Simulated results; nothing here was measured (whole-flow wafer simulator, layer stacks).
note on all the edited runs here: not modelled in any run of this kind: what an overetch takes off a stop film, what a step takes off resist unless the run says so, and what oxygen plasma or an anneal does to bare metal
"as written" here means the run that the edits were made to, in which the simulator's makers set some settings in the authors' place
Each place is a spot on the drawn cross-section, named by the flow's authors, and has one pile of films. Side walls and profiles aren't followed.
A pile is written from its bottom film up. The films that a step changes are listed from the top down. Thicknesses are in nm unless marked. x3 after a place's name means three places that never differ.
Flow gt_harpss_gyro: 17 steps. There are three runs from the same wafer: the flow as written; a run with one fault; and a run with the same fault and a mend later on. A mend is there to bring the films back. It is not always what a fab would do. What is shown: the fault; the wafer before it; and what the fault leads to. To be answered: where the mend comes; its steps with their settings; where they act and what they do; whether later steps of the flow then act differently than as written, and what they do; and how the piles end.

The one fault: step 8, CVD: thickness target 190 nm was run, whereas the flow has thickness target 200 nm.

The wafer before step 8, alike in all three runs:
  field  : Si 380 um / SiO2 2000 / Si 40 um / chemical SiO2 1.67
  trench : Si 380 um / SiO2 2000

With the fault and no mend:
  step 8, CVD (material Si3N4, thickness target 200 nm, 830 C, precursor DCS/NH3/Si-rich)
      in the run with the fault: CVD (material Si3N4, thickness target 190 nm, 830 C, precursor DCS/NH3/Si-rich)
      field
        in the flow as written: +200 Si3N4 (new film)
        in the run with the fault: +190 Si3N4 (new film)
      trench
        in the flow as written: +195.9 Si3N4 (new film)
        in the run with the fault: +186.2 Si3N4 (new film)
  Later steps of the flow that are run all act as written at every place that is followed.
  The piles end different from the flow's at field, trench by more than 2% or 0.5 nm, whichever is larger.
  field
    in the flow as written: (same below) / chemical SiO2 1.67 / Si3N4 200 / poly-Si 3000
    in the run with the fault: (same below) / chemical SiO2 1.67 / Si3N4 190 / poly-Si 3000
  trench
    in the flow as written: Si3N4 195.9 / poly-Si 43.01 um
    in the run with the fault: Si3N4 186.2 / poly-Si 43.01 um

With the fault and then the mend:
  After step 8 comes the mend.
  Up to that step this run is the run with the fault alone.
  step 8a, CVD (material Si3N4, thickness target 9.999 nm, 830 C, precursor DCS/NH3/Si-rich) (the flow's step 8, run once more with other settings)
      field
        +10 Si3N4
      trench
        +9.73 Si3N4
  Later steps of the flow that are run all act as written at every place that is followed.
  By the end, the piles equal the flow's at every place that both follow.
